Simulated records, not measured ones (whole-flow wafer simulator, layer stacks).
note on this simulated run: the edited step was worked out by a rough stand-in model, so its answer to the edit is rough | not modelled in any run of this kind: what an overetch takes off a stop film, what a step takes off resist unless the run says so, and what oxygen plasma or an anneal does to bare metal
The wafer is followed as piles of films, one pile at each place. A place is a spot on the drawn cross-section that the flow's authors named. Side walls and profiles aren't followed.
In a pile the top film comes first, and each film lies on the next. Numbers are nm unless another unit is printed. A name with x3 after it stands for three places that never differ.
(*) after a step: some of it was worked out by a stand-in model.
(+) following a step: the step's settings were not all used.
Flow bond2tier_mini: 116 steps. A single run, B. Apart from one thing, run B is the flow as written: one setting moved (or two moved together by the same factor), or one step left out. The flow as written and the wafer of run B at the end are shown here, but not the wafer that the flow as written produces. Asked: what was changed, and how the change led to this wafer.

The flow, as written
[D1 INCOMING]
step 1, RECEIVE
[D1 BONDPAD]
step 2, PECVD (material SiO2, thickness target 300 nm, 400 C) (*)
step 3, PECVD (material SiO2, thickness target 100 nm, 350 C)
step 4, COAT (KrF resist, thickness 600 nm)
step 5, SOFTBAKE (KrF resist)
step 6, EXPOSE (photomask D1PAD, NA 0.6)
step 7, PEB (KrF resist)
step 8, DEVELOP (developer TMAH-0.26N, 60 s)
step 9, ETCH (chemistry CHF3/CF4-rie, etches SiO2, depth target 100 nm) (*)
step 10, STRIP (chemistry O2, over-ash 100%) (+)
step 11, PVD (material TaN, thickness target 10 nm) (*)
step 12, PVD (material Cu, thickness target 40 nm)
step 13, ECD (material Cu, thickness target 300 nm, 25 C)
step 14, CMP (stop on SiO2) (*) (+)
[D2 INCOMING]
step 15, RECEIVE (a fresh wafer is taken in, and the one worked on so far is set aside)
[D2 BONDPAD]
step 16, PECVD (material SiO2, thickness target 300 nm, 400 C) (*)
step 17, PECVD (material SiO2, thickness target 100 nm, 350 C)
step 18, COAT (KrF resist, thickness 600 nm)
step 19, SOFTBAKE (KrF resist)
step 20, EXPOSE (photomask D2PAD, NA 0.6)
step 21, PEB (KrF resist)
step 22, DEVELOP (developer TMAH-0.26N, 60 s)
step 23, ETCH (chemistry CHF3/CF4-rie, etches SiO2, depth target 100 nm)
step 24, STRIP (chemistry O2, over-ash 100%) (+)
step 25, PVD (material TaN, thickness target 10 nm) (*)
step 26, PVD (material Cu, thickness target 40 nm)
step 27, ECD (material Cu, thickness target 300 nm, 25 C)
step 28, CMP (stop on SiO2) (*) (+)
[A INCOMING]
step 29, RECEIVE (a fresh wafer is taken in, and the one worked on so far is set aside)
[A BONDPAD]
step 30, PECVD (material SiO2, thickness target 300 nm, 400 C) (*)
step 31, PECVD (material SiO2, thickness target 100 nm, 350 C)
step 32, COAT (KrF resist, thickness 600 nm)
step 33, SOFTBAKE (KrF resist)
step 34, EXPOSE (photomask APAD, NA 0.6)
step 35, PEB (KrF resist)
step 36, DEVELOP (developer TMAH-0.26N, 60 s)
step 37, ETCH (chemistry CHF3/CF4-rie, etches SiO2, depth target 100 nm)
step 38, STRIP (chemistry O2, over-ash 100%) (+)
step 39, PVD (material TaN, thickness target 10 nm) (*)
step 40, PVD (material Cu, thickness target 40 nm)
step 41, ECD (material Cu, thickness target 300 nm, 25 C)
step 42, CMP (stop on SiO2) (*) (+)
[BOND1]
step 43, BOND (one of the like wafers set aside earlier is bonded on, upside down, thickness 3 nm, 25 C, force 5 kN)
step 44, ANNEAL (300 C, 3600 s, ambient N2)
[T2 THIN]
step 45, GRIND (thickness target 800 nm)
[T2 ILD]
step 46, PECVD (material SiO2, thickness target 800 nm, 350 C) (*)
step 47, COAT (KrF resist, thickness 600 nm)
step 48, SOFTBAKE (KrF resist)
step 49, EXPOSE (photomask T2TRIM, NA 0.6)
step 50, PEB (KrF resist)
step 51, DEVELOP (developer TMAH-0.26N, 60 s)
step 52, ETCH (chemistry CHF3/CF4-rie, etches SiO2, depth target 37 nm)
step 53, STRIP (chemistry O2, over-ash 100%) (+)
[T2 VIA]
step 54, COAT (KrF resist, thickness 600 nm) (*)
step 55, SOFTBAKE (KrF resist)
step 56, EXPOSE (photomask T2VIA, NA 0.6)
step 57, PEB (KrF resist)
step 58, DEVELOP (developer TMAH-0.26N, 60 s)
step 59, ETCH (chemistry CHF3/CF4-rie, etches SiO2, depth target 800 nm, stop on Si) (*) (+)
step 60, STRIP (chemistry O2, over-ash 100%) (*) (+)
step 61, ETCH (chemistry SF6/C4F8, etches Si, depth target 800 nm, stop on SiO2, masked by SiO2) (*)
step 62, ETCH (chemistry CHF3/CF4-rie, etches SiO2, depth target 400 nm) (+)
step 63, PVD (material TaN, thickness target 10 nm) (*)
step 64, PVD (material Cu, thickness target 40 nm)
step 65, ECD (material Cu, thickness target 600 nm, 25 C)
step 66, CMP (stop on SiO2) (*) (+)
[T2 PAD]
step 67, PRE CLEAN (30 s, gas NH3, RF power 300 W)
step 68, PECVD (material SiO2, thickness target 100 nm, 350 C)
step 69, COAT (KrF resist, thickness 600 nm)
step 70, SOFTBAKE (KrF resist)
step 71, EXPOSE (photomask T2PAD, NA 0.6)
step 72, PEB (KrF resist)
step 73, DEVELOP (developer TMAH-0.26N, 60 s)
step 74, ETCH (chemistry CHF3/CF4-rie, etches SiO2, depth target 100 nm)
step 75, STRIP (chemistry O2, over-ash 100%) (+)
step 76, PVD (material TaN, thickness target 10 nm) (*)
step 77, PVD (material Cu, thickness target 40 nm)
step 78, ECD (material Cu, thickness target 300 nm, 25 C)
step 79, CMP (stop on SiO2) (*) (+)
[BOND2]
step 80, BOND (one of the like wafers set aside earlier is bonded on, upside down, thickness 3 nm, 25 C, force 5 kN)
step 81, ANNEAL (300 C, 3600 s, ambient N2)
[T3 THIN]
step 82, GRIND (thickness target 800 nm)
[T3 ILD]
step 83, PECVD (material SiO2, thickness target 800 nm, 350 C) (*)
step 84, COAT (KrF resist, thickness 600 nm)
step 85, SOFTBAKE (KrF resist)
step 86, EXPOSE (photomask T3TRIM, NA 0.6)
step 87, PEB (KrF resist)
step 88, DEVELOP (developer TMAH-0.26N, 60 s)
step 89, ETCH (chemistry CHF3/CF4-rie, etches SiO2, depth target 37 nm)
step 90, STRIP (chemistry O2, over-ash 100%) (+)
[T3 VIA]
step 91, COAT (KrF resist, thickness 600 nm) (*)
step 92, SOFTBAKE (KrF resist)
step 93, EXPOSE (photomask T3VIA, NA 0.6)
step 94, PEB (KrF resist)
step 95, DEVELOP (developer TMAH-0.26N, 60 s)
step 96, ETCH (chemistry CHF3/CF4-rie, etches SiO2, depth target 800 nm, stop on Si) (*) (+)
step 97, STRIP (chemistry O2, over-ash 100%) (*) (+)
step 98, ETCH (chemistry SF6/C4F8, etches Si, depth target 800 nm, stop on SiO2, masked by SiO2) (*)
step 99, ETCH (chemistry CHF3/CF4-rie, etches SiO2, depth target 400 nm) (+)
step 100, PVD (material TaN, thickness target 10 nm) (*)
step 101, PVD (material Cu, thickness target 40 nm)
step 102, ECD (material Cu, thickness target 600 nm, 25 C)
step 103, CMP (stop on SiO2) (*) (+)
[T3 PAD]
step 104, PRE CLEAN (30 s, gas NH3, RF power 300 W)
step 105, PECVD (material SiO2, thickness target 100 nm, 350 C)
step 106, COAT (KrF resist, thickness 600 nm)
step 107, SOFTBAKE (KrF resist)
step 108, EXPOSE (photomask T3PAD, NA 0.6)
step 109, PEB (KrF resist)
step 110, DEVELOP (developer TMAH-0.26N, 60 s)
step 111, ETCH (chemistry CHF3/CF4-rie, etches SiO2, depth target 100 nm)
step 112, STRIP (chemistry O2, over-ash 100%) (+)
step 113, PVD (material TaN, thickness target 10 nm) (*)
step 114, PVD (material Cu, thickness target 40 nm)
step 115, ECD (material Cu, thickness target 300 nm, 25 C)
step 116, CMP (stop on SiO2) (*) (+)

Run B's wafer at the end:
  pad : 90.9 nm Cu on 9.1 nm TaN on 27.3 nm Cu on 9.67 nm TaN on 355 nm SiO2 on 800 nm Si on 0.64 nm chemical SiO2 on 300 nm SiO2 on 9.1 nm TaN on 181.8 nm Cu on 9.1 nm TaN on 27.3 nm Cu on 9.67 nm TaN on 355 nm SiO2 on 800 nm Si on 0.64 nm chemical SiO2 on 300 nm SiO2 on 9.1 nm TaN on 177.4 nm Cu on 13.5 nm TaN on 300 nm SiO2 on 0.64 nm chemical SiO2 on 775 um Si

Cause: step 39, PVD: thickness target 14.8 nm was run, whereas the flow has thickness target 10 nm.

Step by step, how the change led to this:
  step 39, PVD (material TaN, thickness target 10 nm) (*)
      field: TaN gains 14.8 (new film) (as written it would have been: TaN gains 10 (new film))
      pad: TaN gains 13.5 (new film) (as written it would have been: TaN gains 9.1 (new film))
      (also at 1 further place)
  step 42, CMP (stop on SiO2) (*) (+)
      field: Cu loses 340 (all of it), TaN loses 14.8 (all of it) (as written it would have been: Cu loses 340 (all of it), TaN loses 10 (all of it))
